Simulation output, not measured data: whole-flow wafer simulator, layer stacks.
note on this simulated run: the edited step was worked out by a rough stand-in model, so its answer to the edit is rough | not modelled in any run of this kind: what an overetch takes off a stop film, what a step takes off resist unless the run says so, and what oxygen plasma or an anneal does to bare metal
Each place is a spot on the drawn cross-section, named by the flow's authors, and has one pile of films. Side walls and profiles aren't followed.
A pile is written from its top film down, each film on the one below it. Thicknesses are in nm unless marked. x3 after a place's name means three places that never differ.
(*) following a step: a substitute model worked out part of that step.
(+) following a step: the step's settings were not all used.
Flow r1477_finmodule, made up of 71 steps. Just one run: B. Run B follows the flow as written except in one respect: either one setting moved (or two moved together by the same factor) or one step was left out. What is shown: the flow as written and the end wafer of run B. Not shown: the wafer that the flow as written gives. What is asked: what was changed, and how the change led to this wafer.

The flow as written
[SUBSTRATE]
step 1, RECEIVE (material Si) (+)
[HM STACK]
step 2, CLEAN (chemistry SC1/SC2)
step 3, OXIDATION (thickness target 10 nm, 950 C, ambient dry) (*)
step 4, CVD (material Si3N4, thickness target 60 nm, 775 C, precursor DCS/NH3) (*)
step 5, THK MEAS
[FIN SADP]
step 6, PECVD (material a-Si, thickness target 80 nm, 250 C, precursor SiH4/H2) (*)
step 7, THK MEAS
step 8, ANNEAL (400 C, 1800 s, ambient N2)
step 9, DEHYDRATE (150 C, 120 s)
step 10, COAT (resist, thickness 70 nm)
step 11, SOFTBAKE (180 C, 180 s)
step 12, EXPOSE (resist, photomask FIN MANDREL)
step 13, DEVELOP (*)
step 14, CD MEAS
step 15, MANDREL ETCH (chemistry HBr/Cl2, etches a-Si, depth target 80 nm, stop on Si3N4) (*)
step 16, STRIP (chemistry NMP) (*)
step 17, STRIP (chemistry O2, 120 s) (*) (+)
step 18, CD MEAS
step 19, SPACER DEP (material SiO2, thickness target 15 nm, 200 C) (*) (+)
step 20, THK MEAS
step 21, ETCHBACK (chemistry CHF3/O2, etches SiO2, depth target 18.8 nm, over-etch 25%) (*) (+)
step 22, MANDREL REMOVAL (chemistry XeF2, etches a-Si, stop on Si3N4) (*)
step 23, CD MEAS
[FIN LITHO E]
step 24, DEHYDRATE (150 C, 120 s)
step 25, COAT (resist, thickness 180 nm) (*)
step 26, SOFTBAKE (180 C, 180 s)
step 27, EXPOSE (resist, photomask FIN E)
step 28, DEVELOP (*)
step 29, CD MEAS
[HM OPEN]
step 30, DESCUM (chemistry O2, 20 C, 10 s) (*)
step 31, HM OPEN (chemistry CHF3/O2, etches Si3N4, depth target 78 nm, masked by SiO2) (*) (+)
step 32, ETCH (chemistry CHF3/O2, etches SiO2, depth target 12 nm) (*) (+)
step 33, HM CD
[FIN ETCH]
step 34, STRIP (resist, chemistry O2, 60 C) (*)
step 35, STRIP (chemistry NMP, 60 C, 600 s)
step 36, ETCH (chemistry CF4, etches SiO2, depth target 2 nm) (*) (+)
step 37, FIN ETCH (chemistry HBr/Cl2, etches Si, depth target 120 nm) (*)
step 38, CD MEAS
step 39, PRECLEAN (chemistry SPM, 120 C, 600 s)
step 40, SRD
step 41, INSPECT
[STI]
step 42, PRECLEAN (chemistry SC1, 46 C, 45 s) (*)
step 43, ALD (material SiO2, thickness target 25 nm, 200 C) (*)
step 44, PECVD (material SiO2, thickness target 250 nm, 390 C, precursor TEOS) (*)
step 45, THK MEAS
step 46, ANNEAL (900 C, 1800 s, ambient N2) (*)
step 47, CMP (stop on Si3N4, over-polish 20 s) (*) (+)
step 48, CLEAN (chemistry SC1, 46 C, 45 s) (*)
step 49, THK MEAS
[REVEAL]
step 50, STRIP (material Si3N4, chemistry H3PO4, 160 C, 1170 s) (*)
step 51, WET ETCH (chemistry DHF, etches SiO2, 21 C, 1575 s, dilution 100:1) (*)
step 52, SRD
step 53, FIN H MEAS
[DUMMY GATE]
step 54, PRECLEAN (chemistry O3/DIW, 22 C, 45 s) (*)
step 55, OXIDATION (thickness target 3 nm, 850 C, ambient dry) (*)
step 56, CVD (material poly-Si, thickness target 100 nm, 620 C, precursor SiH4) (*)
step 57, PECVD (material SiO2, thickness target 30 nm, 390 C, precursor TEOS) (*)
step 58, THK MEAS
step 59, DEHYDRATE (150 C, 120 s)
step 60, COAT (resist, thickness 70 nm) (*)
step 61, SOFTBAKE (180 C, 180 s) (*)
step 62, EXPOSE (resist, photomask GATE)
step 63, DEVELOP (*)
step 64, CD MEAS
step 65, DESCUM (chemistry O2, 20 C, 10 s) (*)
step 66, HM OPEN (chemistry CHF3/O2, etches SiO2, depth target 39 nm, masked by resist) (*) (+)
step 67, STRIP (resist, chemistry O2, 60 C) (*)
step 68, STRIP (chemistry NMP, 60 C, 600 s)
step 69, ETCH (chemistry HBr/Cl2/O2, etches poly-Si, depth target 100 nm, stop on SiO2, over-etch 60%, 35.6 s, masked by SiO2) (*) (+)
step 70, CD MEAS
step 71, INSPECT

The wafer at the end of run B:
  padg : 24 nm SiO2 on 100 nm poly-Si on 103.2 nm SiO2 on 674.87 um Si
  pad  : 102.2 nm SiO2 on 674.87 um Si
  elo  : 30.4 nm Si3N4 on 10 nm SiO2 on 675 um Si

The reason: step 69, ETCH: depth target 112.5 nm was run, while the flow as written has depth target 100 nm; step 69, ETCH: 40.1 s was run, where the flow has 35.6 s.

How this came from the change, step by step:
  step 69, ETCH (chemistry HBr/Cl2/O2, etches poly-Si, depth target 100 nm, stop on SiO2, over-etch 60%, 35.6 s, masked by SiO2) (*) (+)
      padg, elg, esg and 15 more: SiO2 loses 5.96 (in the flow as written it would be: SiO2 loses 5.3)
      pad, eso, e40so and 8 more: chemical SiO2 loses 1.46 (all of it), poly-Si loses 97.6 (all of it), SiO2 loses 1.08 (in the flow as written it would be: chemical SiO2 loses 1.46 (all of it), poly-Si loses 97.6 (all of it), SiO2 loses 0.42)
      (and at 4 other places as well)
